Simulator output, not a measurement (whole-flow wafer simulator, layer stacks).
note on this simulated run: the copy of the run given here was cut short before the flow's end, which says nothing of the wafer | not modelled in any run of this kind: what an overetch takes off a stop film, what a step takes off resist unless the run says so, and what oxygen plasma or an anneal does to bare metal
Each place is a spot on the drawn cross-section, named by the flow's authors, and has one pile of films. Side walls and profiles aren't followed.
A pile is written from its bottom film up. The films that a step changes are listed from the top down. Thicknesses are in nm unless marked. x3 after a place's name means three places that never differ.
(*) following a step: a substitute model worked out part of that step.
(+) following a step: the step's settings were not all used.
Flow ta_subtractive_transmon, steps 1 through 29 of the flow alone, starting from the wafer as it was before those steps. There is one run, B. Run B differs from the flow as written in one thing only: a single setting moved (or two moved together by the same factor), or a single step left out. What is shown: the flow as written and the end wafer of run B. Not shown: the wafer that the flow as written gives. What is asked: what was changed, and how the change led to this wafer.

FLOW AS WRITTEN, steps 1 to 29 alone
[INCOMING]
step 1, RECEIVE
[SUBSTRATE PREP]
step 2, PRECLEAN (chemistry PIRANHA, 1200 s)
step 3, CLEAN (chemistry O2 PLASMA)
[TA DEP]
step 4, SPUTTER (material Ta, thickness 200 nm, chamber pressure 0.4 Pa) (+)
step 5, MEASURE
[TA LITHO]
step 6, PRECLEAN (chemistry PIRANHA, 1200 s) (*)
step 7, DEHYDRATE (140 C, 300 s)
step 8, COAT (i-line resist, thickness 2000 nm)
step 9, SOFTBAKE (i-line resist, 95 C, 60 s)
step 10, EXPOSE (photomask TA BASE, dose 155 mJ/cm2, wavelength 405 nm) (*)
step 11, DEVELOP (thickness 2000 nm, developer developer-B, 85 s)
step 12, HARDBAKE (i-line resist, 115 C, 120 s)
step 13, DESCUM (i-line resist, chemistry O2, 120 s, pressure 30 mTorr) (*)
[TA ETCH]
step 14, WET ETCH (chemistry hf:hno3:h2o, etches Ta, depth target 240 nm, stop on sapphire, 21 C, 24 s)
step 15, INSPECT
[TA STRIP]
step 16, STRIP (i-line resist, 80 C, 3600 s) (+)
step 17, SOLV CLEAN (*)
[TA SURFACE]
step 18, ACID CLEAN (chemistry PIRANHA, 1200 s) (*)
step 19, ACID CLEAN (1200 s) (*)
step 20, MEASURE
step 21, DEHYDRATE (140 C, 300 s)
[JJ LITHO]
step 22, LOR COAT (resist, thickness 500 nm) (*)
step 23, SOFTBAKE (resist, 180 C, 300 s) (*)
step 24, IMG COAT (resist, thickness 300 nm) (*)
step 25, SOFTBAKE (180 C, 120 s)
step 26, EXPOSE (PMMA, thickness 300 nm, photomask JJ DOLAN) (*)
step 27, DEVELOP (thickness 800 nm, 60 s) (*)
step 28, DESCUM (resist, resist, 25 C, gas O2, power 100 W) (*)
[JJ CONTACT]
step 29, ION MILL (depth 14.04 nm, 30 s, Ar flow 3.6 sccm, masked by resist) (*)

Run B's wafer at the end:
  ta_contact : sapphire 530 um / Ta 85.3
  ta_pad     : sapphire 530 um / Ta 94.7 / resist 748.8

What caused this: step 4, SPUTTER: thickness 95 nm was run, though the flow has thickness 200 nm.

Step by step, how the change led to this:
  step 4, SPUTTER (material Ta, thickness 200 nm, chamber pressure 0.4 Pa) (+)
      field x2, jj_line, lead, ta_contact, ta_pad: +95 Ta (new film) (as written it would have been: +200 Ta (new film))
  step 14, WET ETCH (chemistry hf:hno3:h2o, etches Ta, depth target 240 nm, stop on sapphire, 21 C, 24 s)
      field x2, jj_line, lead: -95 Ta (all of it) (as written it would have been: -200 Ta (all of it))
  step 22, LOR COAT (resist, thickness 500 nm) (*)
      lead: +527 resist (new film) (as written it would have been: +554.8 resist (new film))
      ta_contact: +472 resist (new film) (as written it would have been: +443.8 resist (new film))
  step 24, IMG COAT (resist, thickness 300 nm) (*)
      lead: +305.9 resist (as written it would have been: +312.6 resist)
      ta_contact: +294.2 resist (as written it would have been: +287.4 resist)
      (and at 1 other place as well)
  step 27, DEVELOP (thickness 800 nm, 60 s) (*)
      lead: -832.9 resist (all of it) (as written it would have been: -867.4 resist (all of it))
      ta_contact: -766.2 resist (all of it) (as written it would have been: -731.2 resist (all of it))
